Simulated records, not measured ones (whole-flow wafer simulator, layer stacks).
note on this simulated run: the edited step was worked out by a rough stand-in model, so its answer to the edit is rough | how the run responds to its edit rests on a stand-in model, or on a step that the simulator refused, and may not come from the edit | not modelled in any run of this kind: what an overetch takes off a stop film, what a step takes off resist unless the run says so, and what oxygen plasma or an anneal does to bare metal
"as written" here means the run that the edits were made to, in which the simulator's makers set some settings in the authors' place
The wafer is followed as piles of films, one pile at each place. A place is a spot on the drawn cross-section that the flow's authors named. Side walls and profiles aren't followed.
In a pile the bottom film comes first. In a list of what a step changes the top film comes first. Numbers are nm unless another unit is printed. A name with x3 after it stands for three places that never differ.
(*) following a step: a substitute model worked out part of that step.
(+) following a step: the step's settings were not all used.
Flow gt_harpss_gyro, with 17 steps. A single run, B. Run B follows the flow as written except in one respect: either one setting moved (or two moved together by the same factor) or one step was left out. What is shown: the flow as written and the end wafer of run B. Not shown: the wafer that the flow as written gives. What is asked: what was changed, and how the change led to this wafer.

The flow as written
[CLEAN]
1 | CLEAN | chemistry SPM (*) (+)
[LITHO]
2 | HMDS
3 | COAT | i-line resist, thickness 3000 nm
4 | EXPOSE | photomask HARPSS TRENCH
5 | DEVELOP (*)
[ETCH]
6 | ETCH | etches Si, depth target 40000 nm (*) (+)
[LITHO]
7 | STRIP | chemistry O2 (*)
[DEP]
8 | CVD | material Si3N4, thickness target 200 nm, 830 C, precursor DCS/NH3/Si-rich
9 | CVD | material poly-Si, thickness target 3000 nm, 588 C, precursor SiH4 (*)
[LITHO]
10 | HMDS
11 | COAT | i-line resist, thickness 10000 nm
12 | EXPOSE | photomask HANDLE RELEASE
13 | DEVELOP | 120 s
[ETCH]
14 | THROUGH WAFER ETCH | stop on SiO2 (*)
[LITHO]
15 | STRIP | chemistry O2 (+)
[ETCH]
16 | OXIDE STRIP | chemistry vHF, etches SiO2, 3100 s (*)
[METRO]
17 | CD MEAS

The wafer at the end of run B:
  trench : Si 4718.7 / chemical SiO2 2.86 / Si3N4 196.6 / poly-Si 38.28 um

Cause: step 6, ETCH: depth target 35280 nm was run, though the flow has depth target 40000 nm.

The path from the change to this, step by step:
  6 | ETCH | etches Si, depth target 40000 nm (*) (+)
      trench: chemical SiO2 loses 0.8 (all of it), Si loses 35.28 um (it would be, as written: chemical SiO2 loses 0.8 (all of it), Si loses 40 um (all of it))
      field: i-line resist loses 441 (it would be, as written: i-line resist loses 500)
  7 | STRIP | chemistry O2 (*)
      trench: chemical SiO2 gains 2.86 (new film), Si loses 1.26 (it would be, as written: nothing)
      field: i-line resist loses 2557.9 (all of it), chemical SiO2 gains 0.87, Si loses 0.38 (it would be, as written: i-line resist loses 2498.9 (all of it), chemical SiO2 gains 0.87, Si loses 0.38)
  9 | CVD | material poly-Si, thickness target 3000 nm, 588 C, precursor SiH4 (*)
      trench: poly-Si gains 38.28 um (new film) (it would be, as written: poly-Si gains 43.01 um (new film))
